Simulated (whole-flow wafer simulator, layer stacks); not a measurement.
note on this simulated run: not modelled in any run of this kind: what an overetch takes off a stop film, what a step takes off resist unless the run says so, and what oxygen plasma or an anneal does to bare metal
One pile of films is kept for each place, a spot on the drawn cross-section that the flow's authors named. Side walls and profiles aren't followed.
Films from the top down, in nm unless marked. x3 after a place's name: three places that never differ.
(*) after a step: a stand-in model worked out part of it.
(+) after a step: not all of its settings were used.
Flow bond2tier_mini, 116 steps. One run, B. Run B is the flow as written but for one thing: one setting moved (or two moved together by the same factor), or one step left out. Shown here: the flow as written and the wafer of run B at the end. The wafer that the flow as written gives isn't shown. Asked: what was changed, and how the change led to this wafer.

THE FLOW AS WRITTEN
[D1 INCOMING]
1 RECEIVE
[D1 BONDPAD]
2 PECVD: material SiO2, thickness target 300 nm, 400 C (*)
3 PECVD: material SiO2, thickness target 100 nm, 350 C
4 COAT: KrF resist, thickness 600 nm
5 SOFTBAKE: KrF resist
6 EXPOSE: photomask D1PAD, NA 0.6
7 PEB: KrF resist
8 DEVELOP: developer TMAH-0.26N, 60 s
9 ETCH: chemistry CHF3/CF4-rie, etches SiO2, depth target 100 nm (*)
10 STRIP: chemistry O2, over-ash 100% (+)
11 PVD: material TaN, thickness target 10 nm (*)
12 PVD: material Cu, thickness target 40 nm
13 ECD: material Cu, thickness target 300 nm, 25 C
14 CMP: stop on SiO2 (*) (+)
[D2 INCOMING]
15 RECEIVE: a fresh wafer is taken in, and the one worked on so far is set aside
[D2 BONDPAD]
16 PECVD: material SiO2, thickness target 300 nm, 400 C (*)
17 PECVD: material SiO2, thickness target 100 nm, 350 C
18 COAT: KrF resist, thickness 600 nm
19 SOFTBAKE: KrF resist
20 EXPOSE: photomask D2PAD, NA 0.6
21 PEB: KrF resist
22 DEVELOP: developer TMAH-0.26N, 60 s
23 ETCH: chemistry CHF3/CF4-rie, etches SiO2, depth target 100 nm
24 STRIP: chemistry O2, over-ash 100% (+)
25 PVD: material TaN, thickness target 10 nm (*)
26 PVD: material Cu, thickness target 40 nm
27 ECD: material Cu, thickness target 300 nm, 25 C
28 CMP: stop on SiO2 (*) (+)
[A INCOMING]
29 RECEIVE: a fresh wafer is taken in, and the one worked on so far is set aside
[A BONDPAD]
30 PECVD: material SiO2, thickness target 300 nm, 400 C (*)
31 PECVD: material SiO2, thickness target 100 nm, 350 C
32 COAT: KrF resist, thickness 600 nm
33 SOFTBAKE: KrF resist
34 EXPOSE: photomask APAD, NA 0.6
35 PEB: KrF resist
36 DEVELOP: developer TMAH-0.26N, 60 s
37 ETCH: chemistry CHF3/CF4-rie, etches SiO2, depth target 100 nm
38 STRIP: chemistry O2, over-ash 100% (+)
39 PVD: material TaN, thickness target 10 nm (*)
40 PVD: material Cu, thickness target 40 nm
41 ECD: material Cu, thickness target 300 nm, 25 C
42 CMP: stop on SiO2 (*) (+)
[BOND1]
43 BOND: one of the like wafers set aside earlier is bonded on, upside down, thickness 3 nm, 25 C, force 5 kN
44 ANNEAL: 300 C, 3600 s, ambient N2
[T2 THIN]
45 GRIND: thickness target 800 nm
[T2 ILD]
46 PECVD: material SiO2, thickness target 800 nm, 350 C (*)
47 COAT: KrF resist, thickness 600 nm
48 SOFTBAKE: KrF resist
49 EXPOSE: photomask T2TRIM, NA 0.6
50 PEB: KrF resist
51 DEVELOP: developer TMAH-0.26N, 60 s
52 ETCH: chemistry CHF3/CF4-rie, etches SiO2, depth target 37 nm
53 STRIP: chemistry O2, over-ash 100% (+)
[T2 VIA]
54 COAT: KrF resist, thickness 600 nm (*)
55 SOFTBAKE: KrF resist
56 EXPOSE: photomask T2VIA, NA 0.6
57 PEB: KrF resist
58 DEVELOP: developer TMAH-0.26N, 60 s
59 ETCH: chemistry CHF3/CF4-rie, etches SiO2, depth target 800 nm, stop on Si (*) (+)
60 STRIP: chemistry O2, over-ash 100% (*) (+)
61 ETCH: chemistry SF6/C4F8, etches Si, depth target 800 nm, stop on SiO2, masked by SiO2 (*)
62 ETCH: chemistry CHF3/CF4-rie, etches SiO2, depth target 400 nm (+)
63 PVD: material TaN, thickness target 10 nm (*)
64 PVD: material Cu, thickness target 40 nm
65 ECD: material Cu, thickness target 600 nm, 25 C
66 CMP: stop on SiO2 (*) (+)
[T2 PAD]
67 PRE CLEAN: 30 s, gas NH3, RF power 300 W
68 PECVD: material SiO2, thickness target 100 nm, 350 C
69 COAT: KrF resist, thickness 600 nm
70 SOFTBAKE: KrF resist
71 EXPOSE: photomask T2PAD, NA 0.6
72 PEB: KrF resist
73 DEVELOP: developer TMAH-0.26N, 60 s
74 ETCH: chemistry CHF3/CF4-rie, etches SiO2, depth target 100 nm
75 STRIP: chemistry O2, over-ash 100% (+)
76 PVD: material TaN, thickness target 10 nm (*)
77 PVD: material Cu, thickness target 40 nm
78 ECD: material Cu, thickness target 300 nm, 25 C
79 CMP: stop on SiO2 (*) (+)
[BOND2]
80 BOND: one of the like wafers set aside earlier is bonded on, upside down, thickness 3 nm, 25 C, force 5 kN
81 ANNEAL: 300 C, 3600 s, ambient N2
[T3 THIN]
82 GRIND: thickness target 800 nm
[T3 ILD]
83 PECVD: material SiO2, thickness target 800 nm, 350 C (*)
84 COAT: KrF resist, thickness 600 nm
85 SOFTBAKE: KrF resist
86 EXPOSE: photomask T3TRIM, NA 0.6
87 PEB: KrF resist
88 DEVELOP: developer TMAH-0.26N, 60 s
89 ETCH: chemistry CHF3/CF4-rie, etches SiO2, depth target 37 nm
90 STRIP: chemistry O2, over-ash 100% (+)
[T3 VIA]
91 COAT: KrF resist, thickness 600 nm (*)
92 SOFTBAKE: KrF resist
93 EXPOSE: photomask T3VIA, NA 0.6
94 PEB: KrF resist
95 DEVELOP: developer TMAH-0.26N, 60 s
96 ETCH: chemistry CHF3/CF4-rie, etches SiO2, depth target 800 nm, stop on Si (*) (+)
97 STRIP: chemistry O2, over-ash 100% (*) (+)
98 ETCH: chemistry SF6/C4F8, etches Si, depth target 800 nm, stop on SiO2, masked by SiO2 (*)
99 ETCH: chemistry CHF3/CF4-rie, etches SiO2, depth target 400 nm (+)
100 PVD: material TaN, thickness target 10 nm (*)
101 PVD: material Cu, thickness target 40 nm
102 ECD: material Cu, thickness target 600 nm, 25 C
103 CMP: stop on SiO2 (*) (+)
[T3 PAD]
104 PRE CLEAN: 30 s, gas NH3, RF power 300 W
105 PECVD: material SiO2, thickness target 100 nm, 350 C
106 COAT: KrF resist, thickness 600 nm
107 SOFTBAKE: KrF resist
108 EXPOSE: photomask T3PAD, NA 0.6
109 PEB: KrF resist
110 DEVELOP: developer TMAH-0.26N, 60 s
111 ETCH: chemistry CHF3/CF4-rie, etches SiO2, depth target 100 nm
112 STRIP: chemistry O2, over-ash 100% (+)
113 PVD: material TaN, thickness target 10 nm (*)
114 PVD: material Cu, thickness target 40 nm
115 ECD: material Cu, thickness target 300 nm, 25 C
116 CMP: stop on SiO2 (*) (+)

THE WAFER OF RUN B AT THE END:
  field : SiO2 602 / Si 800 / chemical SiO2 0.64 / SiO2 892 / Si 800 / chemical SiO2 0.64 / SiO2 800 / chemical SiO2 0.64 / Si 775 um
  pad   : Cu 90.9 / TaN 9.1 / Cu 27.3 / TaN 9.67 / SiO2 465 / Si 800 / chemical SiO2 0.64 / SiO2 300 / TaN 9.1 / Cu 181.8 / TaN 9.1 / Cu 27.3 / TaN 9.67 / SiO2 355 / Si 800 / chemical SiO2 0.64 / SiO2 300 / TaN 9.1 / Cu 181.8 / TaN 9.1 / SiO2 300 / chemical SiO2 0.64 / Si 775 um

The cause: step 99, ETCH: depth target 290 nm was run, where the flow has depth target 400 nm.

How the change led to this, step by step:
  99 ETCH: chemistry CHF3/CF4-rie, etches SiO2, depth target 400 nm (+)
      field, pad: SiO2 -290 (as written it would be: SiO2 -400)
